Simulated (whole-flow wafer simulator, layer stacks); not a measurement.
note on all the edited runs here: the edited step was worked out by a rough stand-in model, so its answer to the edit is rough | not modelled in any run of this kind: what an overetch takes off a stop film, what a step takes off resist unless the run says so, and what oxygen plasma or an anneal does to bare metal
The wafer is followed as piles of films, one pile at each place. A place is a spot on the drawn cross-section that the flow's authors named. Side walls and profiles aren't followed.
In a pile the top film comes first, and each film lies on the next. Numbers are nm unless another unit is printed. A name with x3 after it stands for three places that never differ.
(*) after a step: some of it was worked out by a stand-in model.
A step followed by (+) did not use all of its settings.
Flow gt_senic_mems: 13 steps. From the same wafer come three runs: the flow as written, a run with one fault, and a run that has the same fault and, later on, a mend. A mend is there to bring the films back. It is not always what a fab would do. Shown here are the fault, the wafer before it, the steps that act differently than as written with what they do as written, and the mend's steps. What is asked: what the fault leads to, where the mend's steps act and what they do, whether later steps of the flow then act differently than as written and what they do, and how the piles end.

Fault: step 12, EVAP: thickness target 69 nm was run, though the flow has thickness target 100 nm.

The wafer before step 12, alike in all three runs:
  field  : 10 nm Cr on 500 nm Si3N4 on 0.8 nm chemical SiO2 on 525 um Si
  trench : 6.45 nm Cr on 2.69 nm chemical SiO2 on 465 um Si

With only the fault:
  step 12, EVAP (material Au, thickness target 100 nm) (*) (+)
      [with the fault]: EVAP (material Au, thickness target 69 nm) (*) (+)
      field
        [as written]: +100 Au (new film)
        [with the fault]: +69 Au (new film)
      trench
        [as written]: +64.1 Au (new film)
        [with the fault]: +44.3 Au (new film)
  Every later step of the flow that is run acts as written at every place that is followed.
  At field, trench, the piles at the end differ from the flow's by more than 2% or 0.5 nm, whichever is larger.
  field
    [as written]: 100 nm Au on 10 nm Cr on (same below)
    [with the fault]: 69 nm Au on 10 nm Cr on (same below)
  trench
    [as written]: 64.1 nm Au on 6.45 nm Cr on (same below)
    [with the fault]: 44.3 nm Au on 6.45 nm Cr on (same below)

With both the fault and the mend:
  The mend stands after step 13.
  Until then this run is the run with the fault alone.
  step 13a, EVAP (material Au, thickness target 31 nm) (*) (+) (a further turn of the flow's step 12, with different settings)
      field
        +31 Au
      trench
        +20 Au
  Every later step of the flow that is run acts as written at every place that is followed.
  The piles end only slightly different from the flow's at the places that both follow, by no more than 2% or 0.5 nm, whichever is larger.
